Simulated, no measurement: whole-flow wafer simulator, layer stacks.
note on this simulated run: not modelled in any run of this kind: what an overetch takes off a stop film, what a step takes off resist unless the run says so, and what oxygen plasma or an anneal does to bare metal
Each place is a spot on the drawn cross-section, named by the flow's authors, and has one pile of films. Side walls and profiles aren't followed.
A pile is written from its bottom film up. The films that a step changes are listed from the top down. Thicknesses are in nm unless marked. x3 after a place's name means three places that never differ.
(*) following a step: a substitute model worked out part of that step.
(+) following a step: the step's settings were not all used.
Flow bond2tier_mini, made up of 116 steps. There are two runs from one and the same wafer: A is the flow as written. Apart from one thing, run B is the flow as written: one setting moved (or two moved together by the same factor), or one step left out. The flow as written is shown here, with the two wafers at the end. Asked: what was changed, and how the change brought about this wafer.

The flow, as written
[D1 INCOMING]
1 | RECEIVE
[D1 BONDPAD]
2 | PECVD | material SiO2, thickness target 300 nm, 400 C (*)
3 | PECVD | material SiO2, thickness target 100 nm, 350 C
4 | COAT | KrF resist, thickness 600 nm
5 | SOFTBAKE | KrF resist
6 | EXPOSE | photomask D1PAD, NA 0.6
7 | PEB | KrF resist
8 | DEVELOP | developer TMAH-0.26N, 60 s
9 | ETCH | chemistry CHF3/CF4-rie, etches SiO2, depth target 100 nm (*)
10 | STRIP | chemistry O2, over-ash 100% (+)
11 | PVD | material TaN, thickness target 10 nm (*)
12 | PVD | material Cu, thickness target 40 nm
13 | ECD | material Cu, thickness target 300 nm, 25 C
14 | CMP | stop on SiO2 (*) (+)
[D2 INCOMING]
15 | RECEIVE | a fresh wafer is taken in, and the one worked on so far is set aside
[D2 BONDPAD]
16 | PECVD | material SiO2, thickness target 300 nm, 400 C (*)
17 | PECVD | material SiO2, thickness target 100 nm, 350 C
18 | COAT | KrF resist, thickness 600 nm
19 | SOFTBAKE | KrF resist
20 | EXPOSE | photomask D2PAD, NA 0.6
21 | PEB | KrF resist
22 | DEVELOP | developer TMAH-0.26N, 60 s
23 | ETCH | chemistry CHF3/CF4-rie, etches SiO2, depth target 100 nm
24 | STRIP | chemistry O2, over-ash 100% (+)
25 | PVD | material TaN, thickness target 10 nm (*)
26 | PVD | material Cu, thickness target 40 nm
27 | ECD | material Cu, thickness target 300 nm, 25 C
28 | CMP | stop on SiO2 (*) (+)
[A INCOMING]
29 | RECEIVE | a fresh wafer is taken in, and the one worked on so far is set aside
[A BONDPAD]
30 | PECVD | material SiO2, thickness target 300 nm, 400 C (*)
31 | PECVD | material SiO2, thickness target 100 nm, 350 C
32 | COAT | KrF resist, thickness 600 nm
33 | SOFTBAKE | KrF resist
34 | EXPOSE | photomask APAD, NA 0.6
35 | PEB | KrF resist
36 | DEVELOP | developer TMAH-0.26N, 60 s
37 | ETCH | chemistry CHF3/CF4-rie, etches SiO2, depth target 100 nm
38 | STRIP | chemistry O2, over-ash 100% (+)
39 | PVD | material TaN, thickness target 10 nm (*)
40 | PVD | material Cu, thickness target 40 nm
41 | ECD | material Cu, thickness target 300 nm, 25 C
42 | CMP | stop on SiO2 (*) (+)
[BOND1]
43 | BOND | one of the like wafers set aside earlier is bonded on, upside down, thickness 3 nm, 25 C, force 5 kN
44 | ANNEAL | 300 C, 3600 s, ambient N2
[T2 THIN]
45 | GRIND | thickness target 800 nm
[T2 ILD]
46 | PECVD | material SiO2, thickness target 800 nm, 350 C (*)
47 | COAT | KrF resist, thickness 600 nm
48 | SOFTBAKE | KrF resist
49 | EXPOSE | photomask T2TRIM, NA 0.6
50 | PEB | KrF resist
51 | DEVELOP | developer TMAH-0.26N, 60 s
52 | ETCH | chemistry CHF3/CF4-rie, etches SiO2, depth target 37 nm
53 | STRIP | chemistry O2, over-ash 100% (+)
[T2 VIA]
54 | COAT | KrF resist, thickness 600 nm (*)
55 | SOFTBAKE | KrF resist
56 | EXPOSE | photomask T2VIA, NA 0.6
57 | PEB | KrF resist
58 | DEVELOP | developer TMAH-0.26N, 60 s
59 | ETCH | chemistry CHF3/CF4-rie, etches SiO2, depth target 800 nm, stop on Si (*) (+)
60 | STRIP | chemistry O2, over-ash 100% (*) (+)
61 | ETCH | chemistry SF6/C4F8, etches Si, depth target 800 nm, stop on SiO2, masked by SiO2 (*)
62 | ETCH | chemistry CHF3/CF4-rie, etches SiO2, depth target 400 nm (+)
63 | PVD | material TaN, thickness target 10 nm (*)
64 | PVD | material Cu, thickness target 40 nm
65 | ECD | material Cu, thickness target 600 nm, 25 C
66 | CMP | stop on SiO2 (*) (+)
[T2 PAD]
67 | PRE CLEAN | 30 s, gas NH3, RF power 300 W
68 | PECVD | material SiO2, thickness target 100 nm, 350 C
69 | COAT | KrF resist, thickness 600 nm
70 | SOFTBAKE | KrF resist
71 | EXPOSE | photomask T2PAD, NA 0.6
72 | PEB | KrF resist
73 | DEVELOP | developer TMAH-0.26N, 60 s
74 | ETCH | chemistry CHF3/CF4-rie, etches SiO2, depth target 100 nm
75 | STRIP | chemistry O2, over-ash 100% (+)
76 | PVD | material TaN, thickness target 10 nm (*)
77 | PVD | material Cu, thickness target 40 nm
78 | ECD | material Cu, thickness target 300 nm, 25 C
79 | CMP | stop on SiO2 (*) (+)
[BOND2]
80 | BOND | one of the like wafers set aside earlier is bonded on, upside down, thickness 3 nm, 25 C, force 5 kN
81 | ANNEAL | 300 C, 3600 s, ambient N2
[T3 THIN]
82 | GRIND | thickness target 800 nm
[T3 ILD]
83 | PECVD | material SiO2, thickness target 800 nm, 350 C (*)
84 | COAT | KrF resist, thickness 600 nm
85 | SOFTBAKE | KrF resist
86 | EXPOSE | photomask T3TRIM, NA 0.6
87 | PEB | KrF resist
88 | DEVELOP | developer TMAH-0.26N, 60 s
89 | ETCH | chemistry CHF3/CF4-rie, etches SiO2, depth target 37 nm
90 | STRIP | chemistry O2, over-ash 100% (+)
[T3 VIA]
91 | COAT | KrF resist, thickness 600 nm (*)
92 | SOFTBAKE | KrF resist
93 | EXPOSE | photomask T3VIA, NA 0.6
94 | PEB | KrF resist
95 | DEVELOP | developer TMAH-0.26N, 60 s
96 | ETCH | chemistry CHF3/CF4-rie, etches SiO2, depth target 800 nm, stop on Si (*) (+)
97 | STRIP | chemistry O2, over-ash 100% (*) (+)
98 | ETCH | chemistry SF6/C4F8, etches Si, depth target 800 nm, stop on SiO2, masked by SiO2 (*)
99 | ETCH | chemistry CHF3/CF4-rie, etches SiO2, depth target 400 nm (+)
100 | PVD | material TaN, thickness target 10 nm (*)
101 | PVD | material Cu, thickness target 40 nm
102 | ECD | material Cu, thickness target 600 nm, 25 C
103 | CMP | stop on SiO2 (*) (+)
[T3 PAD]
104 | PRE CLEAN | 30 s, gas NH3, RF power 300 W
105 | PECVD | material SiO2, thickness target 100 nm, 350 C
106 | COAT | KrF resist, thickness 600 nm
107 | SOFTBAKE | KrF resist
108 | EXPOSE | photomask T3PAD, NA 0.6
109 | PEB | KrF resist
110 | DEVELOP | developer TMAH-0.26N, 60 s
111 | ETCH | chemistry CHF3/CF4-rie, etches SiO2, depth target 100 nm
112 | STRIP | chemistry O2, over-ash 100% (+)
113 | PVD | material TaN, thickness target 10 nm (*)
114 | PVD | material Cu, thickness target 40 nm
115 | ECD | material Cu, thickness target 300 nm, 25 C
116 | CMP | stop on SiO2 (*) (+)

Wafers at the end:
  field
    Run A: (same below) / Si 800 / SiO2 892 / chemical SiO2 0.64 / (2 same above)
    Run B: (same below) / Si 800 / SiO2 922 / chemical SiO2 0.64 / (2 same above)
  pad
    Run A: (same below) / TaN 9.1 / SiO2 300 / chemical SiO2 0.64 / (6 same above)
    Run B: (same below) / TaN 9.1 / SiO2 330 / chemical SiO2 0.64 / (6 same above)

Cause: step 17, PECVD: thickness target 130 nm was run, while the flow as written has thickness target 100 nm.

The path from the change to this, step by step:
  17 | PECVD | material SiO2, thickness target 100 nm, 350 C
      field, pad, via: A SiO2 gains 100 | B SiO2 gains 130
  80 | BOND | one of the like wafers set aside earlier is bonded on, upside down, thickness 3 nm, 25 C, force 5 kN
      field: A Si gains 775 um (new film), chemical SiO2 gains 0.64 (new film), SiO2 gains 400 | B Si gains 775 um (new film), chemical SiO2 gains 0.64 (new film), SiO2 gains 430
      pad: A Si gains 775 um (new film), chemical SiO2 gains 0.64 (new film), SiO2 gains 300 (new film), TaN gains 9.1 (new film), Cu gains 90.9 | B Si gains 775 um (new film), chemical SiO2 gains 0.64 (new film), SiO2 gains 330 (new film), TaN gains 9.1 (new film), Cu gains 90.9
